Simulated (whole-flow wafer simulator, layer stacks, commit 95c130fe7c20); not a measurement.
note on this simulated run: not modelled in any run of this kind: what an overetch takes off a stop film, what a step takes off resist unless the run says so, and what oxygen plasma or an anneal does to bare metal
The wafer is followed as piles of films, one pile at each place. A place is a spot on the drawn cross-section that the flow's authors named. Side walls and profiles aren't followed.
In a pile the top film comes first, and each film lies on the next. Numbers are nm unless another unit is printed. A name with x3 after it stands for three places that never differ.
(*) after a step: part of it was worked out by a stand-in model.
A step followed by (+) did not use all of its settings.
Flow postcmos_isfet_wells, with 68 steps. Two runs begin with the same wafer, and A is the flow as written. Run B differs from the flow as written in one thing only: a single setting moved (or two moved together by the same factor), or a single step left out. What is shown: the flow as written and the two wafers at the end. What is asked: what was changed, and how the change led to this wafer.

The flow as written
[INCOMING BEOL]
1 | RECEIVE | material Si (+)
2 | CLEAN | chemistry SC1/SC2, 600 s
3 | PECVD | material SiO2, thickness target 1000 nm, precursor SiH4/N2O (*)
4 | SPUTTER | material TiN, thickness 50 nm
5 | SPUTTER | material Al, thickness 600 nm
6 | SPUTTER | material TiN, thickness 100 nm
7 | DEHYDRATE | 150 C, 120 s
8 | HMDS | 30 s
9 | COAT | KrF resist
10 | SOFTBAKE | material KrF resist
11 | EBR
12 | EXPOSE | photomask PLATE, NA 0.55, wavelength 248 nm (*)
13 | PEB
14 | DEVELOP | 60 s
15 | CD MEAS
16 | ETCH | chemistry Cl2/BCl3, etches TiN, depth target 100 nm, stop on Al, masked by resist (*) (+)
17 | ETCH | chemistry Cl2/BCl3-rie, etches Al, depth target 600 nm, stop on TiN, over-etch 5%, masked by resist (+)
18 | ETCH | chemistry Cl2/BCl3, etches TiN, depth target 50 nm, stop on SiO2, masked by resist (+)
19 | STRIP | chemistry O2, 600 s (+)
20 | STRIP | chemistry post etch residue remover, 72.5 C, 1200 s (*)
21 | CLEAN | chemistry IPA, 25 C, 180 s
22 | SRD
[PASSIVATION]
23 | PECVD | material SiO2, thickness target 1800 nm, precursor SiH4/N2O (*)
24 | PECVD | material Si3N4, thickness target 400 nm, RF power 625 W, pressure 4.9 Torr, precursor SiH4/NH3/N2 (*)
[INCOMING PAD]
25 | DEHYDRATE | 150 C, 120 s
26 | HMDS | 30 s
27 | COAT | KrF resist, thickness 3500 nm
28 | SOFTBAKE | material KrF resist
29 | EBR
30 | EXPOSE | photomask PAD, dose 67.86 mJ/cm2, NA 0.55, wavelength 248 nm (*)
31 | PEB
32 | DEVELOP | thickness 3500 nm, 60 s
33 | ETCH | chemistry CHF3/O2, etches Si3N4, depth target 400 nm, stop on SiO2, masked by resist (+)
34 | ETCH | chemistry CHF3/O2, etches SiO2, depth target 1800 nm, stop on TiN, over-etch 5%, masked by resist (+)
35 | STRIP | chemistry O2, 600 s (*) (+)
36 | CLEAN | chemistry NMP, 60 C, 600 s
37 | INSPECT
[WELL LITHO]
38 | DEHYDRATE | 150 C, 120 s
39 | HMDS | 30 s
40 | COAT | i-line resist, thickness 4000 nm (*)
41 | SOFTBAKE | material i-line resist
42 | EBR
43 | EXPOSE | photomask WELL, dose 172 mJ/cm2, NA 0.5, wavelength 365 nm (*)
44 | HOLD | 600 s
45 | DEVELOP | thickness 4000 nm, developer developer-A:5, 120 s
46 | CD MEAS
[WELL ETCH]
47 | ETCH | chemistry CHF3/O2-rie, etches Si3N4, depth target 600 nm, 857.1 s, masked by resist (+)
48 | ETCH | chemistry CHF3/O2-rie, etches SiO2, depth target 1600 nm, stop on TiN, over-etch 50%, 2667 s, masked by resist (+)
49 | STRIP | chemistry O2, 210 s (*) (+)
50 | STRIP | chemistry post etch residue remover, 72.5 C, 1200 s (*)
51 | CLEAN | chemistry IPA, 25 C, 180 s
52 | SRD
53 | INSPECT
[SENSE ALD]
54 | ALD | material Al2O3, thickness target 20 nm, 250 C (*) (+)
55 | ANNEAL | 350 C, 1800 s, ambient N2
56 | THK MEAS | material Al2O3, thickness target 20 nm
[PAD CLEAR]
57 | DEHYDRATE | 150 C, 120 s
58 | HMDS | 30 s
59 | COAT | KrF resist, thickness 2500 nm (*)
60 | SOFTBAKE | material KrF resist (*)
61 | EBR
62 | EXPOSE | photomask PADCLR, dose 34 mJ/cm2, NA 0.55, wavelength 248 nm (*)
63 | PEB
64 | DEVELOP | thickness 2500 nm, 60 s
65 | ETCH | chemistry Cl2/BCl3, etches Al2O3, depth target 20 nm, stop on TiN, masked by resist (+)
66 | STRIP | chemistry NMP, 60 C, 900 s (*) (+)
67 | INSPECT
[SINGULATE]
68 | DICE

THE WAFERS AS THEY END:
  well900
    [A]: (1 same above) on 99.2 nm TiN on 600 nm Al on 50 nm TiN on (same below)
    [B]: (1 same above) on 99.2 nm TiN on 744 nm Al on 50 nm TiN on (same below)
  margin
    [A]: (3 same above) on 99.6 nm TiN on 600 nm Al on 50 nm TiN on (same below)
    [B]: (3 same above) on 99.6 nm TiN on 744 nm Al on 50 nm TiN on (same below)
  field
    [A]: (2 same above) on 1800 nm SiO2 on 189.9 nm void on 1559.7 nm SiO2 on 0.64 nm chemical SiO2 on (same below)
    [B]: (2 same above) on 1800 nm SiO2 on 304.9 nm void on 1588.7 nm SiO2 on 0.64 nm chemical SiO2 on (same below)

What caused this: step 5, SPUTTER: thickness 744 nm was run, though the flow has thickness 600 nm; step 17, ETCH: depth target 744 nm was run, where the flow has depth target 600 nm.
One can read it off the wafer: well900 has Al 744, and step 5 as written asks for 600 nm.

Step by step, how the change led to this:
  5 | SPUTTER | material Al, thickness 600 nm
      field, margin, well900 and 6 more: A +600 Al (new film) | B +744 Al (new film)
  17 | ETCH | chemistry Cl2/BCl3-rie, etches Al, depth target 600 nm, stop on TiN, over-etch 5%, masked by resist (+)
      margin, well900, well1300, well2000, well3000, pad_rim, pad_clr, pad_open: A -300 KrF resist | B -372 KrF resist
      field: A -600 Al (all of it) | B -744 Al (all of it)
  19 | STRIP | chemistry O2, 600 s (+)
      margin, well900, well1300, well2000, well3000, pad_rim, pad_clr, pad_open: A -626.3 KrF resist (all of it) | B -554.3 KrF resist (all of it)
  23 | PECVD | material SiO2, thickness target 1800 nm, precursor SiH4/N2O (*)
      field: A +1800 SiO2 (new film), +189.9 void (new film), +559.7 SiO2 | B +1800 SiO2 (new film), +304.9 void (new film), +588.7 SiO2
